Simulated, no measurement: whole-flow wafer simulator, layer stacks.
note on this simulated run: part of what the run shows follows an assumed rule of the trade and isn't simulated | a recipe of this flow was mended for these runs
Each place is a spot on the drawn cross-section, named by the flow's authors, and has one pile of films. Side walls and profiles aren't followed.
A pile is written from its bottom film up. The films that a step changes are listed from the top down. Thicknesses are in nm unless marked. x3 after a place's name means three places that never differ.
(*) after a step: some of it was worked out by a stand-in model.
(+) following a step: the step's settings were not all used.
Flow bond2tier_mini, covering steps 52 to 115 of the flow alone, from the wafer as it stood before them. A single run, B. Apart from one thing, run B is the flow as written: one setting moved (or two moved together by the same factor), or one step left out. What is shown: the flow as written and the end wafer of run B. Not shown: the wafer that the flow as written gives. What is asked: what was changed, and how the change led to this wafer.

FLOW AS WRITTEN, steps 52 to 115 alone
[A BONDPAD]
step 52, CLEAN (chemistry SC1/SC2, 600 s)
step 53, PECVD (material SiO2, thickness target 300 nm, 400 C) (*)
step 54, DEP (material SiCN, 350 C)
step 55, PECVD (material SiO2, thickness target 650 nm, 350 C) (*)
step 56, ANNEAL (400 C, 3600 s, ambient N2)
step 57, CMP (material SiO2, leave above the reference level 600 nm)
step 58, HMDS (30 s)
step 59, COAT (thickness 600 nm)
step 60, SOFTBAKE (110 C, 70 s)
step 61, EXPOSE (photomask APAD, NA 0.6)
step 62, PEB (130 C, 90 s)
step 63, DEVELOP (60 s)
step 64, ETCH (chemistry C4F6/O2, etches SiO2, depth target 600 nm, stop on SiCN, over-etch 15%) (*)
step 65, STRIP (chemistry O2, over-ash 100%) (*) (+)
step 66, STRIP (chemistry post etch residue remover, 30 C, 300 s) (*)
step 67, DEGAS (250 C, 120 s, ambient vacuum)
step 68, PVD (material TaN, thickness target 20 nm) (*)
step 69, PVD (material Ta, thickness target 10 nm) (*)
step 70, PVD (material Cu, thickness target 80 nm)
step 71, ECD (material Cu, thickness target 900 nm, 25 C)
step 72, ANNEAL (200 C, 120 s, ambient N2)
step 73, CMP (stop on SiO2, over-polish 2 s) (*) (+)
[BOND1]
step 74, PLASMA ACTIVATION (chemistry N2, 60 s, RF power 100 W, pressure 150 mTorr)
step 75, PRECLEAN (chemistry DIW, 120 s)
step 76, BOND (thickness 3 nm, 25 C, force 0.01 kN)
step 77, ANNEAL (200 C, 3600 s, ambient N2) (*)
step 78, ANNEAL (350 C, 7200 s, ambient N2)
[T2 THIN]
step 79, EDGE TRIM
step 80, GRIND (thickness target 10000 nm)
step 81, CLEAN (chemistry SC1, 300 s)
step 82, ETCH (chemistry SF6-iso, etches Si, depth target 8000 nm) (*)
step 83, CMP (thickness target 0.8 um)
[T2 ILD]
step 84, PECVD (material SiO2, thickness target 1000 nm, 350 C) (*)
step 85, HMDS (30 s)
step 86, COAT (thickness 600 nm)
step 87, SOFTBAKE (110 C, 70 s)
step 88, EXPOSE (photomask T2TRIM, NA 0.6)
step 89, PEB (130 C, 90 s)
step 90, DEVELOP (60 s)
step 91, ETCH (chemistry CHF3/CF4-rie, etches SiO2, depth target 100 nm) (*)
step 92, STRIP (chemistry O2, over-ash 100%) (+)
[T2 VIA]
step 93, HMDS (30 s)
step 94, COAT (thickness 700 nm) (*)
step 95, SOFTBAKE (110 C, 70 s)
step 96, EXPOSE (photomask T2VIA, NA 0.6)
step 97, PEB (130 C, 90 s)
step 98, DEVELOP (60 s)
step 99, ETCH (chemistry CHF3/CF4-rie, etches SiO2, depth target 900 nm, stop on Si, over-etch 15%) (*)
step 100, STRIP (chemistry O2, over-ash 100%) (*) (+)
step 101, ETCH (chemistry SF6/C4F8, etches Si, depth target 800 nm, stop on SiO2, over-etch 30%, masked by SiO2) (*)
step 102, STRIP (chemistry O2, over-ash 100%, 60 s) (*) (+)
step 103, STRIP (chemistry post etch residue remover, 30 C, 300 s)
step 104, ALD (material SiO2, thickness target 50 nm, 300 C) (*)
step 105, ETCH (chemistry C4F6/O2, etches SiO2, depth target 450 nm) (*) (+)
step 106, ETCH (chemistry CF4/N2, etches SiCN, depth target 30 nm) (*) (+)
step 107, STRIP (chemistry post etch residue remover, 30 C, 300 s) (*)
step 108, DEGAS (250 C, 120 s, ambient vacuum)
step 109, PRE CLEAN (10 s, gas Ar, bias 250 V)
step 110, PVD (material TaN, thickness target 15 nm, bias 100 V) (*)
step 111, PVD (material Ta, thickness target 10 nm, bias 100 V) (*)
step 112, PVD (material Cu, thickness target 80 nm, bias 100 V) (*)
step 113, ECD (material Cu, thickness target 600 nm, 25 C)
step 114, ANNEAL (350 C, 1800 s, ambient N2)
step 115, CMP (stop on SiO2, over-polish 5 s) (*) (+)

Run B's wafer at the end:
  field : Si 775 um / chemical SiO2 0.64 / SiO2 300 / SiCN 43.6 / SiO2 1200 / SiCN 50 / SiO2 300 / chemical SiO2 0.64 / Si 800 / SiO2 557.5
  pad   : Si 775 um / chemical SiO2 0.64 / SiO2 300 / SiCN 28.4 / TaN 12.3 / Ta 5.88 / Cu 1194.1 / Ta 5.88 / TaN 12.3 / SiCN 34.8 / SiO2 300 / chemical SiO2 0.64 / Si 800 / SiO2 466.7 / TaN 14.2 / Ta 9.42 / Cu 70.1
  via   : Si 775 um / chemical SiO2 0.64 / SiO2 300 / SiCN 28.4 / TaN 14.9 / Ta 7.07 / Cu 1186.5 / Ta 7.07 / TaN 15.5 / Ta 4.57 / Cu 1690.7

The reason: step 54, DEP: 384 C was run, though the flow has 350 C.

The path from the change to this, step by step:
  step 54, DEP (material SiCN, 350 C)
      field, pad, via: +43.6 SiCN (new film) (as written it would have been: +50 SiCN (new film))
